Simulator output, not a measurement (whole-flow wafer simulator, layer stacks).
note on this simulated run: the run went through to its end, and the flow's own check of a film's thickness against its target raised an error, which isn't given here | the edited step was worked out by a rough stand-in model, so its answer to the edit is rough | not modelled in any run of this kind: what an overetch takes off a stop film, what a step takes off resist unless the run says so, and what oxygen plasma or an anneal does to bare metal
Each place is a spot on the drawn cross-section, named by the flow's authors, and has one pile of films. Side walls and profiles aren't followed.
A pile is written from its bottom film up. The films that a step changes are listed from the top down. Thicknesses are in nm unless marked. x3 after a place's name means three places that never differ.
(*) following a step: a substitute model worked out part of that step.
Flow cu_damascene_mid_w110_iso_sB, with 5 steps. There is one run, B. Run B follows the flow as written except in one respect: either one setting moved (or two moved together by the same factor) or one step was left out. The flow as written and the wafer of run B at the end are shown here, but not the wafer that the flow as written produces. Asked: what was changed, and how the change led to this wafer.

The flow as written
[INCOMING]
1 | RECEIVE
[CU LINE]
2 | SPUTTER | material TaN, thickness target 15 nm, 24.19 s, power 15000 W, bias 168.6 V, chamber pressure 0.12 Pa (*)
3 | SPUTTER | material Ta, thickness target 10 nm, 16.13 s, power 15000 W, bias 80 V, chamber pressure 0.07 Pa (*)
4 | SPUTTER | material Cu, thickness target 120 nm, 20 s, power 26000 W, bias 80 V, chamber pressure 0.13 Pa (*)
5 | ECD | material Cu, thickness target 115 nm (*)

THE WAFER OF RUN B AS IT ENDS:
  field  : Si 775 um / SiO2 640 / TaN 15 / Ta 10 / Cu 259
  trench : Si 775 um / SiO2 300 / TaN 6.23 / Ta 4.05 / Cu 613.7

The reason: step 4, SPUTTER: 24 s was run, while the flow as written has 20 s.

The path from the change to this, step by step:
  4 | SPUTTER | material Cu, thickness target 120 nm, 20 s, power 26000 W, bias 80 V, chamber pressure 0.13 Pa (*)
      field: +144 Cu (new film) (in the flow as written it would be: +120 Cu (new film))
      trench: +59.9 Cu (new film) (in the flow as written it would be: +49.9 Cu (new film))
  5 | ECD | material Cu, thickness target 115 nm (*)
      trench: +553.8 Cu (in the flow as written it would be: +539.8 Cu)
